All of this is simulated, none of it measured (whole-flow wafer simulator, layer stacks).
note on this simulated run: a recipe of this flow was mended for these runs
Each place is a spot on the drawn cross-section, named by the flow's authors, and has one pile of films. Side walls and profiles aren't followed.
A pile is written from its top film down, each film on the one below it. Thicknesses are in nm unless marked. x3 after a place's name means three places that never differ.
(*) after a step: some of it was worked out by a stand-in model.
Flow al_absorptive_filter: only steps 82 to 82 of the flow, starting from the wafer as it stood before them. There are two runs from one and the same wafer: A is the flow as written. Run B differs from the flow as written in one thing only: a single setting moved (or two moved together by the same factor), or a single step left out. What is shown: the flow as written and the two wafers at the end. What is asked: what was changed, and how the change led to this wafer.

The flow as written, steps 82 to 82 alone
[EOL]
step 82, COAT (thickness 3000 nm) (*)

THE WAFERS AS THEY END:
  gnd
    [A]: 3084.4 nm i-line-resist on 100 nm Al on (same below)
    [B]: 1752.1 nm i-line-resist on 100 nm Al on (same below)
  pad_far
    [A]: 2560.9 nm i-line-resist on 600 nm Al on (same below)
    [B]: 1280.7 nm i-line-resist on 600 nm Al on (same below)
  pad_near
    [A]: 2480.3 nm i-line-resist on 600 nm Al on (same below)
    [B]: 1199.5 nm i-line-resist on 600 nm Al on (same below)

The reason: step 82, COAT: thickness 1672 nm was run, whereas the flow has thickness 3000 nm.

How this came from the change, step by step:
  step 82, COAT (thickness 3000 nm) (*)
      xa_field, xl_land, idc_field: A +3000 i-line-resist (new film) | B +1672 i-line-resist (new film)
      gnd: A +3084.4 i-line-resist (new film) | B +1752.1 i-line-resist (new film)
      (and at 10 other places as well)
